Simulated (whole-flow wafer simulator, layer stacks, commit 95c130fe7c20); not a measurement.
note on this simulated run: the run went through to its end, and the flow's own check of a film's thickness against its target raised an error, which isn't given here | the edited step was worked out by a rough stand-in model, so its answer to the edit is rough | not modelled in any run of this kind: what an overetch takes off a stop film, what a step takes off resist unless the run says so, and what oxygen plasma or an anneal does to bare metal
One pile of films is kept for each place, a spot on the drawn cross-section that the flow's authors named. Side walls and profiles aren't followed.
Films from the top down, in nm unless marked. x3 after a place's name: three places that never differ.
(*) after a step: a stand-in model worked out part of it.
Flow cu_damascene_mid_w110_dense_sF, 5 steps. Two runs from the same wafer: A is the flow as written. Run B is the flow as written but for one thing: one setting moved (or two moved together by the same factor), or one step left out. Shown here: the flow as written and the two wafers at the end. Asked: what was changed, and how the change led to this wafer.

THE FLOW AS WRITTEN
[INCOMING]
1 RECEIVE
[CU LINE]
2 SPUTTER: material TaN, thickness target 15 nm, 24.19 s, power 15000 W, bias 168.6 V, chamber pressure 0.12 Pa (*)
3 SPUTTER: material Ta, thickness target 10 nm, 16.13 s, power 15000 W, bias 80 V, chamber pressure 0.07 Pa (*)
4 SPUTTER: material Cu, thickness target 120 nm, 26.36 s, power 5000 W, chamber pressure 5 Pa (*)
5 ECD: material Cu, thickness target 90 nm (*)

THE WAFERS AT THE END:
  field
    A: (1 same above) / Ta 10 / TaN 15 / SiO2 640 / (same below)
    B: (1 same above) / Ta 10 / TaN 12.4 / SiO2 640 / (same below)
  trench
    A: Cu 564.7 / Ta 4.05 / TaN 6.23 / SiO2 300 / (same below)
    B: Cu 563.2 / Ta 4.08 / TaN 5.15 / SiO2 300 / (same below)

The cause: step 2, SPUTTER: thickness target 12.4 nm was run, where the flow has thickness target 15 nm; step 2, SPUTTER: 19.96 s was run, where the flow has 24.19 s.
It can be read off the wafer: field has TaN 12.4, and step 2 as written asks for 15 nm.

How the change led to this, step by step:
  2 SPUTTER: material TaN, thickness target 15 nm, 24.19 s, power 15000 W, bias 168.6 V, chamber pressure 0.12 Pa (*)
      field: A TaN +15 (new film) | B TaN +12.4 (new film)
      trench: A TaN +6.23 (new film) | B TaN +5.15 (new film)
